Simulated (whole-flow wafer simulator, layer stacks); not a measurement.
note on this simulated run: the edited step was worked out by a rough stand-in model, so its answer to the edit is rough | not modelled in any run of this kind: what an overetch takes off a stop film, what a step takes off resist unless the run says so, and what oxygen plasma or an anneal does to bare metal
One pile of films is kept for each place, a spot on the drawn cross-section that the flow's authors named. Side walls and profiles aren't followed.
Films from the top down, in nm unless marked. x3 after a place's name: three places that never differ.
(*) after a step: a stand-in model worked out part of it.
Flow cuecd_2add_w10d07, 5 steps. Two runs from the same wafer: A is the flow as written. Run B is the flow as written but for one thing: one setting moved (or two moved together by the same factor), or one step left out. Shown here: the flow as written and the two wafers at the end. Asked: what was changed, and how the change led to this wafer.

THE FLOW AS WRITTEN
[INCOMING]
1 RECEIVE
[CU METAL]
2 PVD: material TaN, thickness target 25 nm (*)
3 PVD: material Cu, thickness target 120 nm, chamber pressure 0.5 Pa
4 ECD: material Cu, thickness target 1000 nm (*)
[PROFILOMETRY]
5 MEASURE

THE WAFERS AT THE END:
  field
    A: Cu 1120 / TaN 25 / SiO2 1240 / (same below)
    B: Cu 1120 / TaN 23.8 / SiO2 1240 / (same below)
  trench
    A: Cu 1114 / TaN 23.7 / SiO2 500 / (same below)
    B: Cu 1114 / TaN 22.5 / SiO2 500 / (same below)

The cause: step 2, PVD: thickness target 23.8 nm was run, where the flow has thickness target 25 nm.
It can be read off the wafer: field has TaN 23.8, and step 2 as written asks for 25 nm.

How the change led to this, step by step:
  2 PVD: material TaN, thickness target 25 nm (*)
      field: A TaN +25 (new film) | B TaN +23.8 (new film)
      trench: A TaN +23.7 (new film) | B TaN +22.5 (new film)
